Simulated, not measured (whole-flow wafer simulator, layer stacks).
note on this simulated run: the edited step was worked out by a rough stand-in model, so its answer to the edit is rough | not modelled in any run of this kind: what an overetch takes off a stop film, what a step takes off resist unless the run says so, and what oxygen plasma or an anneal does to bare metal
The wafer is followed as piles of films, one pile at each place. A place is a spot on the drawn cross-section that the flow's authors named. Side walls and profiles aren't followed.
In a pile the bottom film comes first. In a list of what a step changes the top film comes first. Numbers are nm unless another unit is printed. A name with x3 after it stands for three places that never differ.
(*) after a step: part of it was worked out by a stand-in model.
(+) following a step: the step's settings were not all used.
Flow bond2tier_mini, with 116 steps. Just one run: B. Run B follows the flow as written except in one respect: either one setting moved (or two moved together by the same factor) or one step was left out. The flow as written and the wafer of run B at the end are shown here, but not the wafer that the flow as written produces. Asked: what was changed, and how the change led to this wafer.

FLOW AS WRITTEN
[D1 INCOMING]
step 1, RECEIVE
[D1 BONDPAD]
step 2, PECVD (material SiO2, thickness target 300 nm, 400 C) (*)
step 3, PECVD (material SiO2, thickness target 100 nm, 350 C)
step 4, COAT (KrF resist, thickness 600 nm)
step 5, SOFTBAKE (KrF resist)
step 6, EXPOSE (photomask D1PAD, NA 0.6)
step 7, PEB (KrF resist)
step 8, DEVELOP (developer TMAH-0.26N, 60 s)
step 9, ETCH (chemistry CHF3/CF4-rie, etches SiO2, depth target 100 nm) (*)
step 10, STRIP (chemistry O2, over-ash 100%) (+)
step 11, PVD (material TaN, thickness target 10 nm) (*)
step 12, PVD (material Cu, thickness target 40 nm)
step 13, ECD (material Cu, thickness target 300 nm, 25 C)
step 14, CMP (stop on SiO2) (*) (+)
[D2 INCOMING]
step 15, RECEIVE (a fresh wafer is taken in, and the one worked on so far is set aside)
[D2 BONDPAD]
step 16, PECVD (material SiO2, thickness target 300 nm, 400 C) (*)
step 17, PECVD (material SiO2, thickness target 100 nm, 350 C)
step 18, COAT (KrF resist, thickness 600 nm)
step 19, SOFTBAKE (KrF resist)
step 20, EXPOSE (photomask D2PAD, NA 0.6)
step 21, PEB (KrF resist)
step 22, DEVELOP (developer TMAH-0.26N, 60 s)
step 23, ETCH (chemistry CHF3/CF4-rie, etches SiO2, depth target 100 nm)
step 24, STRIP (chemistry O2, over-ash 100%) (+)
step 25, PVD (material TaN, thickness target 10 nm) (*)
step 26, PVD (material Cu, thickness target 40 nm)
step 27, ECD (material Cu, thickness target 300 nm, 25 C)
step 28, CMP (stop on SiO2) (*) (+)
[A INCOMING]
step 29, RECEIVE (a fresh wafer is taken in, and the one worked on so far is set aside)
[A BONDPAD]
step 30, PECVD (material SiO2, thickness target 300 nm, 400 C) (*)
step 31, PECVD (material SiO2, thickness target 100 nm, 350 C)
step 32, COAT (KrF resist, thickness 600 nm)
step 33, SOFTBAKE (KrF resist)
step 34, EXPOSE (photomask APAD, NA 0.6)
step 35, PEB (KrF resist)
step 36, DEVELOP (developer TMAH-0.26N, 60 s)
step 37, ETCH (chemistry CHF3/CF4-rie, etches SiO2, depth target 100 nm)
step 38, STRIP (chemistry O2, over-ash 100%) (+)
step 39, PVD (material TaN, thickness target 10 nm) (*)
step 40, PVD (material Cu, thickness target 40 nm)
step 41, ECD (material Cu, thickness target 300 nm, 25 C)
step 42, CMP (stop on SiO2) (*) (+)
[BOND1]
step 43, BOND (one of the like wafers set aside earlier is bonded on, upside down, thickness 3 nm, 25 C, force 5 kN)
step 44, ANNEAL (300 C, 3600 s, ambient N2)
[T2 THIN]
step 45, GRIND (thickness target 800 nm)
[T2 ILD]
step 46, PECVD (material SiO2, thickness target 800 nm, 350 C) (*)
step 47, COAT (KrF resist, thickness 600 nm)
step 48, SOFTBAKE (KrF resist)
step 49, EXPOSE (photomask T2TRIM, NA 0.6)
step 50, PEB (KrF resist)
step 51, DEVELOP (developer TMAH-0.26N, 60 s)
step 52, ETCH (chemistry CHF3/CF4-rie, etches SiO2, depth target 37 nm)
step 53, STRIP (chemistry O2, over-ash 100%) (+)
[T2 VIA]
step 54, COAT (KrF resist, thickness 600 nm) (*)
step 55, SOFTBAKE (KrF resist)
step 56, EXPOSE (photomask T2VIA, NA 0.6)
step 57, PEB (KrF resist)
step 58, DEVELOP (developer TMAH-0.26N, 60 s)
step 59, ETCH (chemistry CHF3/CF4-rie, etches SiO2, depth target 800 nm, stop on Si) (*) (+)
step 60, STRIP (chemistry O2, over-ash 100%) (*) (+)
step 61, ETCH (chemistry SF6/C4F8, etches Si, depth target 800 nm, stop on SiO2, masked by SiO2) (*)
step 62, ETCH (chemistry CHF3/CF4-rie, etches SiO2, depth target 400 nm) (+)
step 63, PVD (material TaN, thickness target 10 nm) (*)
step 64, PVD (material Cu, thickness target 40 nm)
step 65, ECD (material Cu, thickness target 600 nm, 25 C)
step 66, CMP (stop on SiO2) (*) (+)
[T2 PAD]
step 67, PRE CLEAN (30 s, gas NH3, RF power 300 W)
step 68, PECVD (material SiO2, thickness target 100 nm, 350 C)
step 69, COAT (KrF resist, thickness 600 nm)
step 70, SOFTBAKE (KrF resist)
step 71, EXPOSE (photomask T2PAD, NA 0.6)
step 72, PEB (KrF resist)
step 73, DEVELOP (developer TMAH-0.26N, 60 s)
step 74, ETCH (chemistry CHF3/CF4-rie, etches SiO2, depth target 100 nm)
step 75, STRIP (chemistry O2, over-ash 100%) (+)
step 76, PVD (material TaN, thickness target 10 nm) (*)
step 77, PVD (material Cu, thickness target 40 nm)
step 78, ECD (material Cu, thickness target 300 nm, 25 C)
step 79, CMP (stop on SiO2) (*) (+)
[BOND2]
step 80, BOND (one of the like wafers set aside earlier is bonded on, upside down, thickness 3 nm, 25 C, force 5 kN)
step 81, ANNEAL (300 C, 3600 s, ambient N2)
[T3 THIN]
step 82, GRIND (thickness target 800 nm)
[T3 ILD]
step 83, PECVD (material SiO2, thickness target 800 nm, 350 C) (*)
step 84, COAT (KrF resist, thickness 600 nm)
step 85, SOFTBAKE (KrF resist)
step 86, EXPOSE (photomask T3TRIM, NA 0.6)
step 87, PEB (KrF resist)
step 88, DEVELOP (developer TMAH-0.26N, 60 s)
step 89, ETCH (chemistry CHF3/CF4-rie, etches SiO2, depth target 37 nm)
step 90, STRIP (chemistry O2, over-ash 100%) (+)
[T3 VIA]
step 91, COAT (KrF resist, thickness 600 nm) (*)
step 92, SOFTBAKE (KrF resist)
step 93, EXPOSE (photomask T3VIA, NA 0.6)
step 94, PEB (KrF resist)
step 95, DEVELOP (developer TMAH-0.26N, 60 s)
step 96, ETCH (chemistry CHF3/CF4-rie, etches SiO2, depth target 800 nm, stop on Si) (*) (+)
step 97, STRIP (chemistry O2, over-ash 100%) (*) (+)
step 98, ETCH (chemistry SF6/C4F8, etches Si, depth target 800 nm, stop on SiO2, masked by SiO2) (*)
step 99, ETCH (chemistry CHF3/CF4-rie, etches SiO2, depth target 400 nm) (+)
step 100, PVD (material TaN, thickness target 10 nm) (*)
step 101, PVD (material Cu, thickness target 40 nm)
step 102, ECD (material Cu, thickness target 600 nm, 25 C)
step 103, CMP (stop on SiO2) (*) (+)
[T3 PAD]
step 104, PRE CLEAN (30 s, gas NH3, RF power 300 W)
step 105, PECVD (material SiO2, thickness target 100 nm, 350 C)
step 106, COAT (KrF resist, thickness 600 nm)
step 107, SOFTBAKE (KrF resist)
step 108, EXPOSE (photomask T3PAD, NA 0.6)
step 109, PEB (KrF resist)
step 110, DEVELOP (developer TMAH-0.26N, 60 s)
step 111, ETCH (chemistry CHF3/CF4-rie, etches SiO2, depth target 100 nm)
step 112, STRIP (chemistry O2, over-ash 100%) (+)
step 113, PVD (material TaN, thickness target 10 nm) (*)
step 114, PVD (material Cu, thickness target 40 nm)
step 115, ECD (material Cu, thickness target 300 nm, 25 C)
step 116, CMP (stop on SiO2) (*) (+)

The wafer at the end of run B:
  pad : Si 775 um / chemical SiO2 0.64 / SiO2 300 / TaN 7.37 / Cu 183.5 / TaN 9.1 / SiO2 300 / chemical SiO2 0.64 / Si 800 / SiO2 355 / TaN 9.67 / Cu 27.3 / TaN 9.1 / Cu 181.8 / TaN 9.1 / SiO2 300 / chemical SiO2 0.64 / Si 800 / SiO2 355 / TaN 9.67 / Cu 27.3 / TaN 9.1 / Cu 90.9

What caused this: step 39, PVD: thickness target 8.1 nm was run, whereas the flow has thickness target 10 nm.

The path from the change to this, step by step:
  step 39, PVD (material TaN, thickness target 10 nm) (*)
      field: +8.1 TaN (new film) (as written it would have been: +10 TaN (new film))
      pad: +7.37 TaN (new film) (as written it would have been: +9.1 TaN (new film))
      (also at 1 further place)
  step 42, CMP (stop on SiO2) (*) (+)
      field: -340 Cu (all of it), -8.1 TaN (all of it) (as written it would have been: -340 Cu (all of it), -10 TaN (all of it))
